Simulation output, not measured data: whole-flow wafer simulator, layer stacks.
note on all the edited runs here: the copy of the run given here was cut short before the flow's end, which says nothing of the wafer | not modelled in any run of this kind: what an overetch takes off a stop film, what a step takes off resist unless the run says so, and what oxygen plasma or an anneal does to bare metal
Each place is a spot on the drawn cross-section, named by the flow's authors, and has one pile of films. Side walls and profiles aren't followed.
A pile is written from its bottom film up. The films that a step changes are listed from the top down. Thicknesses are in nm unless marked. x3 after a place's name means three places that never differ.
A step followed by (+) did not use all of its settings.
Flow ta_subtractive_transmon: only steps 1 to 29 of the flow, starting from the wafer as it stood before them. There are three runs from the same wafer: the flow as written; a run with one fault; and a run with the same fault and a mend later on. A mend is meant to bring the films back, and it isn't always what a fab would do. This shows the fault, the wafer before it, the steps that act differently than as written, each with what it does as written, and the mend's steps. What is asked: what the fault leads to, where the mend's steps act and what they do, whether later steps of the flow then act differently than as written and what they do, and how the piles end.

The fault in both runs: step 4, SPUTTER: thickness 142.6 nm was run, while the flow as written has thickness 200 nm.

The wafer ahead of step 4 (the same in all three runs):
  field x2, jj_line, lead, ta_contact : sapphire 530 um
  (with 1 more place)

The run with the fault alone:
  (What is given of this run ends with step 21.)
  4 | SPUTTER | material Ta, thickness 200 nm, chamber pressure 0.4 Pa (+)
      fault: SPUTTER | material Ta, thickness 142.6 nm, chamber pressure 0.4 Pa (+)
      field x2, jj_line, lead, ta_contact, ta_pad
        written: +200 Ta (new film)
        fault: +142.6 Ta (new film)
  Later steps of the flow acting differently than as written:
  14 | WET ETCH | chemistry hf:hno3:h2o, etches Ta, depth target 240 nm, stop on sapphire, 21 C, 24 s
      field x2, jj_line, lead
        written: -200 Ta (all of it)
        fault: -142.6 Ta (all of it)
  Once step 21 is done, the piles at ta_contact, ta_pad depart from the flow's by more than 2% or 0.5 nm, whichever is larger.
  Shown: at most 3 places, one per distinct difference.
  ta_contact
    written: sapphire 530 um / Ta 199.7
    fault: sapphire 530 um / Ta 142.3

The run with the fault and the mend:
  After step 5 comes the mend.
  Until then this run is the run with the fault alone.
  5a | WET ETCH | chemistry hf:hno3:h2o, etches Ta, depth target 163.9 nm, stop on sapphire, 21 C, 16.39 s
      field x2, jj_line, lead, ta_contact, ta_pad
        -142.6 Ta (all of it)
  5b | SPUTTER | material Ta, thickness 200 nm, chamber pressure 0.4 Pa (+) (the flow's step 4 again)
      field x2, jj_line, lead, ta_contact, ta_pad
        +200 Ta (new film)
  None of the later steps of the flow acts differently than as written at any place that is followed.
  At every place that both follow, the piles at the end match the flow's.
